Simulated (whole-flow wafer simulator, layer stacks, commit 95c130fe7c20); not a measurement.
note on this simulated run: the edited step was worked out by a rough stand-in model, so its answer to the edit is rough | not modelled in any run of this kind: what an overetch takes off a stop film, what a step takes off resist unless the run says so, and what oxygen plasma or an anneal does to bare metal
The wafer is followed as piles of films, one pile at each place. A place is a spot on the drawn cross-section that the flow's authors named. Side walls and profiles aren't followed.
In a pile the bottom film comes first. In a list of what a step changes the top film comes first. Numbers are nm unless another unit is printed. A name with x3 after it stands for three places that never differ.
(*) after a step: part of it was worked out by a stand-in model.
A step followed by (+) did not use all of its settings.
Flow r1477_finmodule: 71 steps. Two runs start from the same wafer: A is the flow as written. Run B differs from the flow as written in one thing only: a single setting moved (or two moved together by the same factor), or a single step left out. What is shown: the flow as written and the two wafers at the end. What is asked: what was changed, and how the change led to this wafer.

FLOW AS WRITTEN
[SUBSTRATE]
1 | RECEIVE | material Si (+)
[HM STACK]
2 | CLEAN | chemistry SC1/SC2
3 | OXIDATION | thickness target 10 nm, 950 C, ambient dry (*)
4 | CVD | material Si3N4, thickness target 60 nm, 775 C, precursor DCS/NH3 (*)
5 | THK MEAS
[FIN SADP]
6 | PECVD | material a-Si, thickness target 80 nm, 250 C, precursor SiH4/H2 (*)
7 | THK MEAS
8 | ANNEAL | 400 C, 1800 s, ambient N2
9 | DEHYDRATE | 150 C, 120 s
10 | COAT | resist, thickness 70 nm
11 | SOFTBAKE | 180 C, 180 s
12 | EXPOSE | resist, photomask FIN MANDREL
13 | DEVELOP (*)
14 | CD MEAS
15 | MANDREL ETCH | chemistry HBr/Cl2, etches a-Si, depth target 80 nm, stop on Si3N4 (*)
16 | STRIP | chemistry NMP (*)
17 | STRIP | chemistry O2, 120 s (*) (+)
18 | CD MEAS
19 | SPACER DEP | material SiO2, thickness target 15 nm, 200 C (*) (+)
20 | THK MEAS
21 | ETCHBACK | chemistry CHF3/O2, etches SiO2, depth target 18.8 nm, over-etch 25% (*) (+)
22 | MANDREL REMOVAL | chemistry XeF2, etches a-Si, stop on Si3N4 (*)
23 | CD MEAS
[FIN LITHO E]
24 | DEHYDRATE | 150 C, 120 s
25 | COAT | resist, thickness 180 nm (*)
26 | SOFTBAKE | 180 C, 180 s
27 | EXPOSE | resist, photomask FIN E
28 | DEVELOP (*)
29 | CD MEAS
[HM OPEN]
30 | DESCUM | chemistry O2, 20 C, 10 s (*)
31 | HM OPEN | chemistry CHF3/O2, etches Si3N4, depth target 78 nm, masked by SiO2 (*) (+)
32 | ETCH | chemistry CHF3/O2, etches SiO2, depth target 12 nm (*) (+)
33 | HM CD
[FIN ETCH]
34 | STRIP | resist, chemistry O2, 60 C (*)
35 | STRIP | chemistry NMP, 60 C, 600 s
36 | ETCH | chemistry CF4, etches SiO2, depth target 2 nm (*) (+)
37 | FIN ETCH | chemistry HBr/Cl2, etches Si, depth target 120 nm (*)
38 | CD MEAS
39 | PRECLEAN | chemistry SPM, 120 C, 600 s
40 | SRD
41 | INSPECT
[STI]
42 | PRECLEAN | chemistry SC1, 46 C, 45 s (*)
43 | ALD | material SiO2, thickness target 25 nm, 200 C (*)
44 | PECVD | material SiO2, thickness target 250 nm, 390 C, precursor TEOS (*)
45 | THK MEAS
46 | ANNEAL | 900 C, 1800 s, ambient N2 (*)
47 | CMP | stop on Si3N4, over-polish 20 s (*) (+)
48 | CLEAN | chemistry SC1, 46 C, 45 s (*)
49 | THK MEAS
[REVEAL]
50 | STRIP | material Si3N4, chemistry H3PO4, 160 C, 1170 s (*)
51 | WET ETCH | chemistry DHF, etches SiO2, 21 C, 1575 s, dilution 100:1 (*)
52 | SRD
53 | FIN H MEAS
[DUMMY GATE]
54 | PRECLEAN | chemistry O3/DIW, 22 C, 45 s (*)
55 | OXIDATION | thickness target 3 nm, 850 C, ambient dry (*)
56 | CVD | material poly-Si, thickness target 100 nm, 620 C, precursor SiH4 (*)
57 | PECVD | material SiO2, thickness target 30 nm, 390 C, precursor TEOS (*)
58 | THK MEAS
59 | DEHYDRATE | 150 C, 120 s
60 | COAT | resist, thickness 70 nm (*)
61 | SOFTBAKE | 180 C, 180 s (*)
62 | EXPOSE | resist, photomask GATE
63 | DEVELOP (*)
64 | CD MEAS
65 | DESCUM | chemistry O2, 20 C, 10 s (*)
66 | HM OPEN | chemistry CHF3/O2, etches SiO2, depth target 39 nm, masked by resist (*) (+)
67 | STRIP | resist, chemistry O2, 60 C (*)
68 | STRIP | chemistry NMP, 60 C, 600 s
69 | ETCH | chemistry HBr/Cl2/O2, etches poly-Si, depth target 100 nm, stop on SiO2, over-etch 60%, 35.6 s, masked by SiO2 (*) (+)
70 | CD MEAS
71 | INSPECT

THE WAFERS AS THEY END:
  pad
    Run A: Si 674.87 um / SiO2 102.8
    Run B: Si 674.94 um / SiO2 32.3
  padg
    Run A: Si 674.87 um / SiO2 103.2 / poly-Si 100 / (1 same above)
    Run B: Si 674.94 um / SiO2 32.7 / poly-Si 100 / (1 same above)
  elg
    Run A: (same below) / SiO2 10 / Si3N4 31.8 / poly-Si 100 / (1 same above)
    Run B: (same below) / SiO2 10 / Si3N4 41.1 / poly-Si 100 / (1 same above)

The reason: step 37, FIN ETCH: depth target 49.2 nm was run, though the flow has depth target 120 nm.

Step by step, how the change led to this:
  37 | FIN ETCH | chemistry HBr/Cl2, etches Si, depth target 120 nm (*)
      pad, padg, esg and 19 more: A -120 Si | B -49.2 Si
      elg, e40lg, e100lg, e200lg, elo, e40lo, e100lo, e200lo: A -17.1 Si3N4 | B -7.03 Si3N4
      (also at 6 further places)
  43 | ALD | material SiO2, thickness target 25 nm, 200 C (*)
      s40cg, s45cg, s50cg, s40co, s45co, s50co: A +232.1 SiO2 (new film) | B +166.7 SiO2 (new film)
      esg: A +194.3 SiO2 (new film) | B +133.6 SiO2 (new film)
  47 | CMP | stop on Si3N4, over-polish 20 s (*) (+)
      pad, padg, e40sg and 11 more: A -71.8 SiO2 | B -142.6 SiO2
      elg, esg, e40lg and 6 more: A -241.6 SiO2 | B -251.7 SiO2
      (also at 1 further place)
  51 | WET ETCH | chemistry DHF, etches SiO2, 21 C, 1575 s, dilution 100:1 (*)
      elg, e40lg, e100lg, e200lg, elo, e40lo, e100lo, e200lo: A -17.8 SiO2 (all of it), -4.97 Si3N4 | B -7.73 SiO2 (all of it), -5.79 Si3N4
  56 | CVD | material poly-Si, thickness target 100 nm, 620 C, precursor SiH4 (*)
      esg: A +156 poly-Si (new film) | B +165.2 poly-Si (new film)
  60 | COAT | resist, thickness 70 nm (*)
      e40sg, eso, e40so: A +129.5 resist (new film) | B +138.2 resist (new film)
      e100sg, e100so: A +129.4 resist (new film) | B +138.1 resist (new film)
      (also at 2 further places)
  63 | DEVELOP (*)
      eso, e40so: A -129.5 resist (all of it) | B -138.2 resist (all of it)
      e100so: A -129.4 resist (all of it) | B -138.1 resist (all of it)
      (also at 1 further place)
  67 | STRIP | resist, chemistry O2, 60 C (*)
      e40sg: A -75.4 resist (all of it) | B -84.1 resist (all of it)
      e100sg: A -75.3 resist (all of it) | B -84 resist (all of it)
      (also at 1 further place)
